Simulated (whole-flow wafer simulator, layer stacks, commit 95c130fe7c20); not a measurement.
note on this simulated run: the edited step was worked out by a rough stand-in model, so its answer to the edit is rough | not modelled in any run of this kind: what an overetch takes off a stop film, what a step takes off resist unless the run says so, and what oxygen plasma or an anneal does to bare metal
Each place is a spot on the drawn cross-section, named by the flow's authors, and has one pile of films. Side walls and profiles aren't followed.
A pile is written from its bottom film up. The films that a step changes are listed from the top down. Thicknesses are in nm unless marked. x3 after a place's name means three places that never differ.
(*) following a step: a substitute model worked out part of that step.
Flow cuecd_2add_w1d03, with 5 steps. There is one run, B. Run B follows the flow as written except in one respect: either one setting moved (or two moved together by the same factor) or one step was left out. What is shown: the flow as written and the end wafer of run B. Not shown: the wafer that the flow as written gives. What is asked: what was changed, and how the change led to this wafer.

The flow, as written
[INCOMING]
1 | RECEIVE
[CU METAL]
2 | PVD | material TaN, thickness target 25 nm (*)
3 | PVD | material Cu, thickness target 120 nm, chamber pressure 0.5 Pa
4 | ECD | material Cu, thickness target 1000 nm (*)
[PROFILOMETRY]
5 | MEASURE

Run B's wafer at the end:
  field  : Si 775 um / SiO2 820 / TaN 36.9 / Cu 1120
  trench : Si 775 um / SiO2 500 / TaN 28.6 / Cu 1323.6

What caused this: step 2, PVD: thickness target 36.9 nm was run, whereas the flow has thickness target 25 nm.
The wafer itself shows it: field has TaN 36.9, and step 2 as written asks for 25 nm.

Step by step, how the change led to this:
  2 | PVD | material TaN, thickness target 25 nm (*)
      field: +36.9 TaN (new film) (it would be, as written: +25 TaN (new film))
      trench: +28.6 TaN (new film) (it would be, as written: +19.4 TaN (new film))
